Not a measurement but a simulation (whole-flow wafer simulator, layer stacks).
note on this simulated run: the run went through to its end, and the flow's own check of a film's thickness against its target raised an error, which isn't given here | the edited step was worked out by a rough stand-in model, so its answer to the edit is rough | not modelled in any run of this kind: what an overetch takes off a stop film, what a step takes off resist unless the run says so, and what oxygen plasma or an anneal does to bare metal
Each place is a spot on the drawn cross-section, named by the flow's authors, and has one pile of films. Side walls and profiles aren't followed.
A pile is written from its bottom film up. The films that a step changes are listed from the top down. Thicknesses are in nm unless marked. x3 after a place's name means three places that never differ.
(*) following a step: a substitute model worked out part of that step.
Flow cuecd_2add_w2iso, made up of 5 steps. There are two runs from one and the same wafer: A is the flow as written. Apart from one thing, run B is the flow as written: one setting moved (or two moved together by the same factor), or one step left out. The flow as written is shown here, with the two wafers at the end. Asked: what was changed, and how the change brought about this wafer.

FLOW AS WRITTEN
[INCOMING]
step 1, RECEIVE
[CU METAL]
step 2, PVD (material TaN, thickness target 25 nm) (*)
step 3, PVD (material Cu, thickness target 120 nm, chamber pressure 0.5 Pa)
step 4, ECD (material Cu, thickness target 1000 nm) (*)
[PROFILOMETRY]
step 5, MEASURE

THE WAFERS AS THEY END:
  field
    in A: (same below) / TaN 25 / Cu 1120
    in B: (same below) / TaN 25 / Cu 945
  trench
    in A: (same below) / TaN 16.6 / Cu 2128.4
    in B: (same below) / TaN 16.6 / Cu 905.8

What caused this: step 4, ECD: thickness target 825 nm was run, though the flow has thickness target 1000 nm.

The path from the change to this, step by step:
  step 4, ECD (material Cu, thickness target 1000 nm) (*)
      field: A +1000 Cu | B +825 Cu
      trench: A +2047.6 Cu | B +825 Cu
